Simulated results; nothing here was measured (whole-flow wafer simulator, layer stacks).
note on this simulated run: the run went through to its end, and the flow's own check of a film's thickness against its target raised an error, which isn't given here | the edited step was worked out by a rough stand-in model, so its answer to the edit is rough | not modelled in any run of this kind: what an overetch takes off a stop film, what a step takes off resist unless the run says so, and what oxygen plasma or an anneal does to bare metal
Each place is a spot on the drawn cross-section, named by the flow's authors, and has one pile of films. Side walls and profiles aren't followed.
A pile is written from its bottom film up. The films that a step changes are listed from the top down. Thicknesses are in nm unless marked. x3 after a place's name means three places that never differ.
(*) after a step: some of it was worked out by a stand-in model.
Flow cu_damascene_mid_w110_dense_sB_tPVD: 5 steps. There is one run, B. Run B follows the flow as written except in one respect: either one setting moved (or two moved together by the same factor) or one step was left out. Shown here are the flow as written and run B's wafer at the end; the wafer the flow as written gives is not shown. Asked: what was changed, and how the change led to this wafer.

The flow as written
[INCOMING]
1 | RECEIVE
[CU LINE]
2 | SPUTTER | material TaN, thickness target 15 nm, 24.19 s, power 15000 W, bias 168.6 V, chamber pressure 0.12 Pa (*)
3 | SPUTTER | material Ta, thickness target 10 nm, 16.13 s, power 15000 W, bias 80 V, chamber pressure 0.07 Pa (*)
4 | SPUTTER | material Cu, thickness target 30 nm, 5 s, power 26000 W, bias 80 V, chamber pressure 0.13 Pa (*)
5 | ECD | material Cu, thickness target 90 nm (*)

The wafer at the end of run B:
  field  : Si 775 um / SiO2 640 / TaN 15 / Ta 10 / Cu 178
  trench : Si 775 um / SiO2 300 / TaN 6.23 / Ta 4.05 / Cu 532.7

What caused this: step 5, ECD: thickness target 148 nm was run, whereas the flow has thickness target 90 nm.

The path from the change to this, step by step:
  5 | ECD | material Cu, thickness target 90 nm (*)
      field: +148 Cu (in the flow as written it would be: +90 Cu)
      trench: +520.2 Cu (in the flow as written it would be: +462.2 Cu)
